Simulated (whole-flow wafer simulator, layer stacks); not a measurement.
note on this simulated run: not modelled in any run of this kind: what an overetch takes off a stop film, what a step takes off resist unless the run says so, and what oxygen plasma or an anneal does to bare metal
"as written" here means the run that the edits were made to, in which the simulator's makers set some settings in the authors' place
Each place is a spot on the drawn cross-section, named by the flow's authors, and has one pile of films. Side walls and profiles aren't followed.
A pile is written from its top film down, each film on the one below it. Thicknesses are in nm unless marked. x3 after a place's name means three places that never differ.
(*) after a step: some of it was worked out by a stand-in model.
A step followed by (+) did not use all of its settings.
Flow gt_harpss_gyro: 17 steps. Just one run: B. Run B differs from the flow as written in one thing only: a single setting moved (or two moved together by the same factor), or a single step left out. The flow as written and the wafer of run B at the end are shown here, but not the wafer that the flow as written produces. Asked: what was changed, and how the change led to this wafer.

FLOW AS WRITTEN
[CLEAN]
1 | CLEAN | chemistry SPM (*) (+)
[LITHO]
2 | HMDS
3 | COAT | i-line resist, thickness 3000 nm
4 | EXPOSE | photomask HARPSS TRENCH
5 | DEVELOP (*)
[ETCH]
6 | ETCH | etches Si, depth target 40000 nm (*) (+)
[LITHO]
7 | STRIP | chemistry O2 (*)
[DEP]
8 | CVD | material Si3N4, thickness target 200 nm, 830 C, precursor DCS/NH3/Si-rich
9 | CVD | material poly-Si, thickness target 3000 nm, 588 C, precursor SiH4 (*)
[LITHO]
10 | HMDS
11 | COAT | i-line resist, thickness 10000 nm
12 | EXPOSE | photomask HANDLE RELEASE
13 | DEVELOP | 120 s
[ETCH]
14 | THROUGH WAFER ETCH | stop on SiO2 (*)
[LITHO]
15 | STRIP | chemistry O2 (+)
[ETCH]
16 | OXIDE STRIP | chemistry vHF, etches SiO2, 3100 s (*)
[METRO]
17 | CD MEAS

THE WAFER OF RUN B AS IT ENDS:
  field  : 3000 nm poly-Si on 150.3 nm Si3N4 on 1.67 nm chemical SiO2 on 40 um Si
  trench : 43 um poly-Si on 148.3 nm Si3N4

The reason: step 8, CVD: thickness target 192 nm was run, while the flow as written has thickness target 200 nm; step 8, CVD: 803 C was run, where the flow has 830 C.

How this came from the change, step by step:
  8 | CVD | material Si3N4, thickness target 200 nm, 830 C, precursor DCS/NH3/Si-rich
      field: +150.3 Si3N4 (new film) (in the flow as written it would be: +200 Si3N4 (new film))
      trench: +148.3 Si3N4 (new film) (in the flow as written it would be: +195.9 Si3N4 (new film))
  9 | CVD | material poly-Si, thickness target 3000 nm, 588 C, precursor SiH4 (*)
      trench: +43 um poly-Si (new film) (in the flow as written it would be: +43.01 um poly-Si (new film))
